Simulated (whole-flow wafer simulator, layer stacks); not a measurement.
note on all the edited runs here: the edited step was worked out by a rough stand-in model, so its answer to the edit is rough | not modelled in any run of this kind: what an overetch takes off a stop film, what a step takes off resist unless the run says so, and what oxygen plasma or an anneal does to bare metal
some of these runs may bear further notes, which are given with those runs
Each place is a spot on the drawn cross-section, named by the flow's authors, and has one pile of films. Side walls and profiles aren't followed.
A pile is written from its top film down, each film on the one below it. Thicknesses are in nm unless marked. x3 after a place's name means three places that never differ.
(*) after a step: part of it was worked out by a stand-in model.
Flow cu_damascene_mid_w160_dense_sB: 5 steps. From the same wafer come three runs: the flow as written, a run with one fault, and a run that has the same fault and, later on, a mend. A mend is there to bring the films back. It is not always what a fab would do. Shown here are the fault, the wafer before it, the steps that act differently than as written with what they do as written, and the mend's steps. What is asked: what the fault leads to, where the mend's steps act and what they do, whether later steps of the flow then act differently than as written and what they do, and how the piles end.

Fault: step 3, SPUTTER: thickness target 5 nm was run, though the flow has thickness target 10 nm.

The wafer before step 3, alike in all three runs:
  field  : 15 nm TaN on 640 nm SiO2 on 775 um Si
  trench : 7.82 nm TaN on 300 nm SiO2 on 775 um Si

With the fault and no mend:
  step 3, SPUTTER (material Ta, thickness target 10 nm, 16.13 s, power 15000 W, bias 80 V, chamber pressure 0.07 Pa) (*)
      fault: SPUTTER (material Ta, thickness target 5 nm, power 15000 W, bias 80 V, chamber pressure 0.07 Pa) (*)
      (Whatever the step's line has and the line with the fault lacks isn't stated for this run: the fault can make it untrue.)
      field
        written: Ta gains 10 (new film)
        fault: Ta gains 5 (new film)
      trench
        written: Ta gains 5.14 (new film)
        fault: Ta gains 2.57 (new film)
  Every later step of the flow that is run acts as written, at every place that is followed, to within 2% or 0.5 nm, whichever is larger.
  At field, trench, the piles at the end differ from the flow's by more than 2% or 0.5 nm, whichever is larger.
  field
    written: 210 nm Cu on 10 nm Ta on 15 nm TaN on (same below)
    fault: 210 nm Cu on 5 nm Ta on 15 nm TaN on (same below)
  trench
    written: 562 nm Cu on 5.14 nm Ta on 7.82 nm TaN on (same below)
    fault: 559.6 nm Cu on 2.57 nm Ta on 7.82 nm TaN on (same below)

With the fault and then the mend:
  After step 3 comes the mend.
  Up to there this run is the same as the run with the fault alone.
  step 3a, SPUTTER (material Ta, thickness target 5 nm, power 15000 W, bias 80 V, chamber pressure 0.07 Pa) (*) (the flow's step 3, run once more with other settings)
      field
        Ta gains 5
      trench
        Ta gains 2.54
  Every later step of the flow that is run acts as written, at every place that is followed, to within 2% or 0.5 nm, whichever is larger.
  The piles end only slightly different from the flow's at the places that both follow, by no more than 2% or 0.5 nm, whichever is larger.
